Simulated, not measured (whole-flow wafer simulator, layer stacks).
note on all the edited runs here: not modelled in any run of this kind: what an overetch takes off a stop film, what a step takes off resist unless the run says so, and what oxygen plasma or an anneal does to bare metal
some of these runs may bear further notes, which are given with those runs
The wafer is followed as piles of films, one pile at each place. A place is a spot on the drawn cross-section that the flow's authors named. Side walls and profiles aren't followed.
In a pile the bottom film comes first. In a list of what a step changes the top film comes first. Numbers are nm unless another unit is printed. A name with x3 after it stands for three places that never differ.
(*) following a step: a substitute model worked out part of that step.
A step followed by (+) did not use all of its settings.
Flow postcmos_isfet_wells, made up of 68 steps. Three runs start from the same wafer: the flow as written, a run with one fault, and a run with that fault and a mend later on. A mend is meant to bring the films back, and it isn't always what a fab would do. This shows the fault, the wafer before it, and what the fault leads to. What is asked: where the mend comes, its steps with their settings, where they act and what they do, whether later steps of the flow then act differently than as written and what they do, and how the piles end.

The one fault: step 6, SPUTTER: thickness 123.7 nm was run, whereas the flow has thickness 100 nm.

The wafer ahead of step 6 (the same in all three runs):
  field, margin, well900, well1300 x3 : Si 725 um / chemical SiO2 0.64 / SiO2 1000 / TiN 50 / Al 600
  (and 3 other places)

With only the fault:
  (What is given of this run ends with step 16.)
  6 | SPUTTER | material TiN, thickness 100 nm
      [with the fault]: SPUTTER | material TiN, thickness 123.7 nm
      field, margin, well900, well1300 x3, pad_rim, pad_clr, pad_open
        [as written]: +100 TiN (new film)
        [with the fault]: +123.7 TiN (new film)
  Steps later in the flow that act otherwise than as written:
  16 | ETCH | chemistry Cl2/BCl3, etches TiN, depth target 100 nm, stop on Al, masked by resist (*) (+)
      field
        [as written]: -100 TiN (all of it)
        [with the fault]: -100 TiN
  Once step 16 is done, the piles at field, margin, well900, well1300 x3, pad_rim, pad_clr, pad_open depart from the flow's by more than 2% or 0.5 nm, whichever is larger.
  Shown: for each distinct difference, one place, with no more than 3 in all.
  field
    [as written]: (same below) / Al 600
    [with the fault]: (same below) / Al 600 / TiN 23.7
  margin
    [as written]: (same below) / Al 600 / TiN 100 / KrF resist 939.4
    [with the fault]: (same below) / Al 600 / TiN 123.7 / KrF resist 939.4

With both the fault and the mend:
  The mend follows step 6.
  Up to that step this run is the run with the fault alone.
  6a | ETCH | chemistry peroxide tin strip, depth target 142.3 nm
      field, margin, well900, well1300 x3, pad_rim, pad_clr, pad_open
        -123.7 TiN (all of it)
  6b | SPUTTER | material TiN, thickness 100 nm (a further turn of the flow's step 6)
      field, margin, well900, well1300 x3, pad_rim, pad_clr, pad_open
        +100 TiN (new film)
  None of the later steps of the flow acts differently than as written at any place that is followed.
  At every place that both follow, the piles at the end match the flow's.
